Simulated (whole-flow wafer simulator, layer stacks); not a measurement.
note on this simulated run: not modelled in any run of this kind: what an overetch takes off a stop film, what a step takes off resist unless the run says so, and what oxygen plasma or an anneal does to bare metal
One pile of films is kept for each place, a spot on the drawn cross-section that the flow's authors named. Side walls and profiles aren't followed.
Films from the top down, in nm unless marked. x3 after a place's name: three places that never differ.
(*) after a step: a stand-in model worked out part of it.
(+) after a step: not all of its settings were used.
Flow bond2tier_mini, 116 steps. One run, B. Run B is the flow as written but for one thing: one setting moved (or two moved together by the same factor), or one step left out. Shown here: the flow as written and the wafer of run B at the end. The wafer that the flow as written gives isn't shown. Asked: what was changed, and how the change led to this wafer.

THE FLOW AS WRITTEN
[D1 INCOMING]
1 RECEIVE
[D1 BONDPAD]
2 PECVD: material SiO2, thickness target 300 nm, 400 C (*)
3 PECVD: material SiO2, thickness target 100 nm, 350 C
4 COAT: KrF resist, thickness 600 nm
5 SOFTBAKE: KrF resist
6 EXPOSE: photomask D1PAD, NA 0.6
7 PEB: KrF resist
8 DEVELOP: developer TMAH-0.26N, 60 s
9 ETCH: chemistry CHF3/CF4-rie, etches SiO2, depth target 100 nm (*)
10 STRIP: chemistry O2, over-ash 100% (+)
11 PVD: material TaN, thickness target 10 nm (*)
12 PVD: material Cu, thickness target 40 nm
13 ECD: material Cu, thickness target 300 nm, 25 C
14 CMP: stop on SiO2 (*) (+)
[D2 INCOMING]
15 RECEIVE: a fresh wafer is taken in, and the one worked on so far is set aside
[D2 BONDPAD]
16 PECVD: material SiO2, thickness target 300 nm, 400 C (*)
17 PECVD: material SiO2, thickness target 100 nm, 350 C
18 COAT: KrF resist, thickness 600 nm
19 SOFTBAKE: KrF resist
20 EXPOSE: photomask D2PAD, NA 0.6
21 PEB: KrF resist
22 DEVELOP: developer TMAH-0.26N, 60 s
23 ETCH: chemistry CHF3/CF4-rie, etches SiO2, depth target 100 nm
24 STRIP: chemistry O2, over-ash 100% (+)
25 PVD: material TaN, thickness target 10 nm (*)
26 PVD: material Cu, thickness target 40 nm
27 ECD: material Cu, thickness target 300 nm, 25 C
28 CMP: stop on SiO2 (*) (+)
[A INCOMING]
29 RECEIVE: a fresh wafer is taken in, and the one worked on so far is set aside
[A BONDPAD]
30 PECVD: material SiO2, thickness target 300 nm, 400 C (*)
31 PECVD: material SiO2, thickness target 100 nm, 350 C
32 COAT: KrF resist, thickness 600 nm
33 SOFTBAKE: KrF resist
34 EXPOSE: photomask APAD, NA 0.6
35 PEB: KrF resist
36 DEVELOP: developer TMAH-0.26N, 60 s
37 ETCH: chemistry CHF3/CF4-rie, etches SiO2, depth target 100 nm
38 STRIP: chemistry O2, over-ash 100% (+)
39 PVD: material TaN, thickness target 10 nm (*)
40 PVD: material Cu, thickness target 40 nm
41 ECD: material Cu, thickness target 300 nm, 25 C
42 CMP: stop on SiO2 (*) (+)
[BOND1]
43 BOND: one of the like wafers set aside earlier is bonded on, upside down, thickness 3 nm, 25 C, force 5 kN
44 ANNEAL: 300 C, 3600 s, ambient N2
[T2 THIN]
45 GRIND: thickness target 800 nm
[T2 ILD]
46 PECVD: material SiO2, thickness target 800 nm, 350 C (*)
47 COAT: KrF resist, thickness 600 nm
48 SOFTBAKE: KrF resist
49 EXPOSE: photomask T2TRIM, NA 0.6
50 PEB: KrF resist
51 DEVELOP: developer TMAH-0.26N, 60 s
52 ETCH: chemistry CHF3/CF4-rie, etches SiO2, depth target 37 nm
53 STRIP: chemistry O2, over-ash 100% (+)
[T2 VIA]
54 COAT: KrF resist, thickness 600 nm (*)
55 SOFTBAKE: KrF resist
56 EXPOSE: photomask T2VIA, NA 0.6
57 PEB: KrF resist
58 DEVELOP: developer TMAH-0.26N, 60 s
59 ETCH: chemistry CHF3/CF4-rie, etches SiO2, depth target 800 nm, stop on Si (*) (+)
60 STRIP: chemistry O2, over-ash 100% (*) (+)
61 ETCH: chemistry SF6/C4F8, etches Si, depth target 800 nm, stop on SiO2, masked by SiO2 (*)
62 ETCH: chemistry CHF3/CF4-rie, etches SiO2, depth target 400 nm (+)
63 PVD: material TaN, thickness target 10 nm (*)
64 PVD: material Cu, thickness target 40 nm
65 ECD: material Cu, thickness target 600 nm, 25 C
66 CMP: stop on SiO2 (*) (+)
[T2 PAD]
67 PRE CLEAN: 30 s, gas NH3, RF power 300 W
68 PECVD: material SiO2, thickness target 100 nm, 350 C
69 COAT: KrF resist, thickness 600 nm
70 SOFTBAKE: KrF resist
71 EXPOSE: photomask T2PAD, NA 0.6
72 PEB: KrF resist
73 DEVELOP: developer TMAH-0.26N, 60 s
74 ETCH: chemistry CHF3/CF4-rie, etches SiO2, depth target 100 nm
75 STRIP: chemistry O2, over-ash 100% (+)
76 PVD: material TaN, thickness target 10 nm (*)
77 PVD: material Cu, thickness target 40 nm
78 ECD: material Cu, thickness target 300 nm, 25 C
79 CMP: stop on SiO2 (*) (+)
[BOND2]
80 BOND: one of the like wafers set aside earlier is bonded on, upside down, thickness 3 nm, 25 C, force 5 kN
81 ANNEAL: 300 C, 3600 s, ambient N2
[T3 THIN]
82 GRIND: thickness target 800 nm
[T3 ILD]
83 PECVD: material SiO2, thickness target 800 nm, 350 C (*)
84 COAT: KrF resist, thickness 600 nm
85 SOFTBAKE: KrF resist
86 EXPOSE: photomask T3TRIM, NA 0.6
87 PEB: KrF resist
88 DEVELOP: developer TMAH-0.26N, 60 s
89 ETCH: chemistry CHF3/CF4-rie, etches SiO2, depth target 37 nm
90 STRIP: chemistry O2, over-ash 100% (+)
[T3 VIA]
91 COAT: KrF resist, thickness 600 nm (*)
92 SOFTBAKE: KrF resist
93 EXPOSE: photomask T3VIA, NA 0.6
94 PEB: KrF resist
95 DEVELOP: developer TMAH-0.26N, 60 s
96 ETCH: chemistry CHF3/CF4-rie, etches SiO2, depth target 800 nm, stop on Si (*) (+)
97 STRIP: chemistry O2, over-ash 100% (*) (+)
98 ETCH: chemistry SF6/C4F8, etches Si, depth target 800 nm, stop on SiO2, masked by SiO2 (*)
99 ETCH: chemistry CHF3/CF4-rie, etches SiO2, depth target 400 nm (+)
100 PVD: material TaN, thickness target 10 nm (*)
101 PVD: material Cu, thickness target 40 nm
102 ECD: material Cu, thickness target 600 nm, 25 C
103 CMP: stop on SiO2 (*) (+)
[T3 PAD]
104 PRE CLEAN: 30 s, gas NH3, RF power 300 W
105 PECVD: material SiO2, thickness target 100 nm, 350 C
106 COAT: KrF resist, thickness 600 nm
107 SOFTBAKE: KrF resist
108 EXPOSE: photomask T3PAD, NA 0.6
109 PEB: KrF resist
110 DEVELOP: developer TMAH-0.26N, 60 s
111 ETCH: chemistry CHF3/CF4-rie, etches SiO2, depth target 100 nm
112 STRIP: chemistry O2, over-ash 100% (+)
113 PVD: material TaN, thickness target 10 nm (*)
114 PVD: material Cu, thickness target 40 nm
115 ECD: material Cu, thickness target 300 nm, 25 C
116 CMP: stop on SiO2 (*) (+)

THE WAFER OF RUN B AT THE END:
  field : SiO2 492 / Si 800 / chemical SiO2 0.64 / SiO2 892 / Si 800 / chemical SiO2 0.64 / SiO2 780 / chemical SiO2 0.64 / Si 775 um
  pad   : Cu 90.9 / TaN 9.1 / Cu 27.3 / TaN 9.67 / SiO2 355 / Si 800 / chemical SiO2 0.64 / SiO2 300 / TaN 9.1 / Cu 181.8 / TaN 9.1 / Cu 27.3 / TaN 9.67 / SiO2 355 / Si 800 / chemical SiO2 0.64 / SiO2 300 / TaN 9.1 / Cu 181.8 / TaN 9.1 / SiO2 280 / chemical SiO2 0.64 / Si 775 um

The cause: step 31, PECVD: thickness target 80 nm was run, where the flow has thickness target 100 nm.

How the change led to this, step by step:
  31 PECVD: material SiO2, thickness target 100 nm, 350 C
      field, pad, via: SiO2 +80 (as written it would be: SiO2 +100)
